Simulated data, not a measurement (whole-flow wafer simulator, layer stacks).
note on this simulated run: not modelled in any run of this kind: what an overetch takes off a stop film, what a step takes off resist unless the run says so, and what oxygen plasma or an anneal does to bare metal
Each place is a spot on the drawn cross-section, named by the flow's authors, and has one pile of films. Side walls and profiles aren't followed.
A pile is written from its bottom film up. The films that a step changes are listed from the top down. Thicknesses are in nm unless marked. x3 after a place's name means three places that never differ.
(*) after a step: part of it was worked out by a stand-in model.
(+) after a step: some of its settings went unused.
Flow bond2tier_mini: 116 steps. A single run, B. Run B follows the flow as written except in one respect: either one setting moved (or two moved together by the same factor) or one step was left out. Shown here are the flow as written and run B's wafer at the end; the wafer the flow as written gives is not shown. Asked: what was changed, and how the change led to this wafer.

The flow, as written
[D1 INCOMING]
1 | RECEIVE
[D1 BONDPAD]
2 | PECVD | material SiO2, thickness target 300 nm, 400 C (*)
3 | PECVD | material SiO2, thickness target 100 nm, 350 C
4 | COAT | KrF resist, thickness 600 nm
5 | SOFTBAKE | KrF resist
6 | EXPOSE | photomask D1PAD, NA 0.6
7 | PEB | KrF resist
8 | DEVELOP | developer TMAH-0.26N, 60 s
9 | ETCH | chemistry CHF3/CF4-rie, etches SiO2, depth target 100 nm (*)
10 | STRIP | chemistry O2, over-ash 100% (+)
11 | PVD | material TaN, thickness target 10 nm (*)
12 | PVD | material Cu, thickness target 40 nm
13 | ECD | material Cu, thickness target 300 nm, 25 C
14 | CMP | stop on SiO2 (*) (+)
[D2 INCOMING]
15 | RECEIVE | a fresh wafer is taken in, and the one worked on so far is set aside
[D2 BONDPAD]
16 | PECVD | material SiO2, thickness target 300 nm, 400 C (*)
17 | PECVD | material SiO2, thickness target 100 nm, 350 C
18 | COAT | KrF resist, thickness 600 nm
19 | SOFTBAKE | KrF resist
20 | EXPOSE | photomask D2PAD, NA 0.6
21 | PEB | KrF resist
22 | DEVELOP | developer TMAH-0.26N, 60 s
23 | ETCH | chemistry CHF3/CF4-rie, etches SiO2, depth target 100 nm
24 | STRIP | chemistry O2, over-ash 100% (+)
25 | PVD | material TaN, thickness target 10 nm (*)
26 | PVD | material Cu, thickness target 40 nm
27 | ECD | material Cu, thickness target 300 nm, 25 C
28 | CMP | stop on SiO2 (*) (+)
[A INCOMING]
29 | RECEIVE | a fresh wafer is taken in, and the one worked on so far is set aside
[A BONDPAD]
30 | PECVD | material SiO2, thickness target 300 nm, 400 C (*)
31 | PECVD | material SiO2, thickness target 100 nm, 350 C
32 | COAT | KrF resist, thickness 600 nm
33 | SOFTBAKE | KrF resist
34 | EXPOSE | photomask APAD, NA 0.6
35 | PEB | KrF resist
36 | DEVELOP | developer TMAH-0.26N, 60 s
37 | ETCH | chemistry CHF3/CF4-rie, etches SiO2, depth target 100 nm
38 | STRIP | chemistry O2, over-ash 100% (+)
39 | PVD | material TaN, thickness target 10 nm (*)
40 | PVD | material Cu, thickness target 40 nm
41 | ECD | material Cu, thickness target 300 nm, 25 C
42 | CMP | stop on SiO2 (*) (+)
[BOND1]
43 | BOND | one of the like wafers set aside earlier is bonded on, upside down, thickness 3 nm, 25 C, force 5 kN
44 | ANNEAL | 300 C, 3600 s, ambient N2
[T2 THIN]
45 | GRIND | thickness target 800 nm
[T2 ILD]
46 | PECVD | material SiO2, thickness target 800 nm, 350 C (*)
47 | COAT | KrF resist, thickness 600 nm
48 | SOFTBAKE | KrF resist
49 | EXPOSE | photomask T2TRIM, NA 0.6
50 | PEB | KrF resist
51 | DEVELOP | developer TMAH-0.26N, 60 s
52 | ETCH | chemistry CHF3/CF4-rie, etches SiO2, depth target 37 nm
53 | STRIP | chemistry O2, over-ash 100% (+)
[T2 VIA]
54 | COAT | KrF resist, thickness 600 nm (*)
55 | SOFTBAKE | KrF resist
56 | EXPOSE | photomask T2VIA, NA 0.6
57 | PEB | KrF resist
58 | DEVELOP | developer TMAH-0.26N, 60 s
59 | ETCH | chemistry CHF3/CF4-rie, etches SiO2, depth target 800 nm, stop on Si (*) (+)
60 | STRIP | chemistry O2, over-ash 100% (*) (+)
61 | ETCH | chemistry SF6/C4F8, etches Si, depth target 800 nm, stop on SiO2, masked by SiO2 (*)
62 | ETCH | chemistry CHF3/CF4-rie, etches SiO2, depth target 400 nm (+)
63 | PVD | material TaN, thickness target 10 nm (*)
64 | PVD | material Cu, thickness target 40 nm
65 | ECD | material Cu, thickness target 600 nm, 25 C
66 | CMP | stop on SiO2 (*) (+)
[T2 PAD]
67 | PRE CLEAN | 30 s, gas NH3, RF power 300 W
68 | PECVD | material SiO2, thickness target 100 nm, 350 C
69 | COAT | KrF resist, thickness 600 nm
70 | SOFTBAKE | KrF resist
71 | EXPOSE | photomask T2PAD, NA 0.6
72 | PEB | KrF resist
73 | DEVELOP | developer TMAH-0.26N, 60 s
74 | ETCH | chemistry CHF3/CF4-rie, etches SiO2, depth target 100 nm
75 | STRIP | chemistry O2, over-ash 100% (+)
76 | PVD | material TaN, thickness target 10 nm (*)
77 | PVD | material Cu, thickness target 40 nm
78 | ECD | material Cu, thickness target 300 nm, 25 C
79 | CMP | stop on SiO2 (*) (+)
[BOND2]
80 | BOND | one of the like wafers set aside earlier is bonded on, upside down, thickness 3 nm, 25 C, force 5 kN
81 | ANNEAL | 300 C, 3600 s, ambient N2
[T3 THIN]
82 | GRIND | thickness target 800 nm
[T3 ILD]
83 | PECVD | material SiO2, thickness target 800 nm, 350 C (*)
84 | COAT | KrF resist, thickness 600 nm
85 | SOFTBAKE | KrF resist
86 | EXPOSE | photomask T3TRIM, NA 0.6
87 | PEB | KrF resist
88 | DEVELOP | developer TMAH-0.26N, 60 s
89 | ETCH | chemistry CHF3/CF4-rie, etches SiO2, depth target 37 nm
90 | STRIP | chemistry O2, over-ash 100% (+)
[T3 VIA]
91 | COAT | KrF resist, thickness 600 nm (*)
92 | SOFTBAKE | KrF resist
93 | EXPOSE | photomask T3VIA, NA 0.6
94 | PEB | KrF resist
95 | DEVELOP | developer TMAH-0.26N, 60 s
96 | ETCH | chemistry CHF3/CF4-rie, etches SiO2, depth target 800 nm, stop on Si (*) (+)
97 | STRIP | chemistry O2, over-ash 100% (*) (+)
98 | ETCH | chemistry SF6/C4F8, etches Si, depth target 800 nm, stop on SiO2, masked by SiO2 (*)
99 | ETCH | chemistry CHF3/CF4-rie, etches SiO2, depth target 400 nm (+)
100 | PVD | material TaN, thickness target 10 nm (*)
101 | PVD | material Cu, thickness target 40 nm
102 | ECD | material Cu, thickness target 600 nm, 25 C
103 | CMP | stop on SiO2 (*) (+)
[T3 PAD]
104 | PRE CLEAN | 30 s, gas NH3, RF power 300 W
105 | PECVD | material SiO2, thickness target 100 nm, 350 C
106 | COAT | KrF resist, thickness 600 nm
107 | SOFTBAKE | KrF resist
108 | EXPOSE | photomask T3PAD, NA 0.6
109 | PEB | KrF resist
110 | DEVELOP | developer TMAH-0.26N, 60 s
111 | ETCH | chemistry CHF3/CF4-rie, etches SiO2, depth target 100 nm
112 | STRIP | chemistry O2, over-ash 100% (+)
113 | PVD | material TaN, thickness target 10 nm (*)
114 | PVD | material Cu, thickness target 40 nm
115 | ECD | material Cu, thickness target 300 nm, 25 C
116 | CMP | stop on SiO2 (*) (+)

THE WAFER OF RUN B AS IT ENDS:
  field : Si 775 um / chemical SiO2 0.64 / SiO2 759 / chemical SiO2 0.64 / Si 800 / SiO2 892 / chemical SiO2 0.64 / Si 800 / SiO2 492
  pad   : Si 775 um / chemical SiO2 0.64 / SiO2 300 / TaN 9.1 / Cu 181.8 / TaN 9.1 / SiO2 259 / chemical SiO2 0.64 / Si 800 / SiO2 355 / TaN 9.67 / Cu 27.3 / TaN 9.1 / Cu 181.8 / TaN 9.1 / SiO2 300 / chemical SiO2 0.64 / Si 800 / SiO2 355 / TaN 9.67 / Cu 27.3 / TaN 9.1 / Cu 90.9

What caused this: step 3, PECVD: thickness target 59 nm was run, whereas the flow has thickness target 100 nm.

Step by step, how the change led to this:
  3 | PECVD | material SiO2, thickness target 100 nm, 350 C
      field, pad, via: +59 SiO2 (as written it would have been: +100 SiO2)
  43 | BOND | one of the like wafers set aside earlier is bonded on, upside down, thickness 3 nm, 25 C, force 5 kN
      field: +775 um Si (new film), +0.64 chemical SiO2 (new film), +359 SiO2 (as written it would have been: +775 um Si (new film), +0.64 chemical SiO2 (new film), +400 SiO2)
      pad: +775 um Si (new film), +0.64 chemical SiO2 (new film), +259 SiO2 (new film), +9.1 TaN (new film), +90.9 Cu (as written it would have been: +775 um Si (new film), +0.64 chemical SiO2 (new film), +300 SiO2 (new film), +9.1 TaN (new film), +90.9 Cu)
      (as well as at 1 more place)
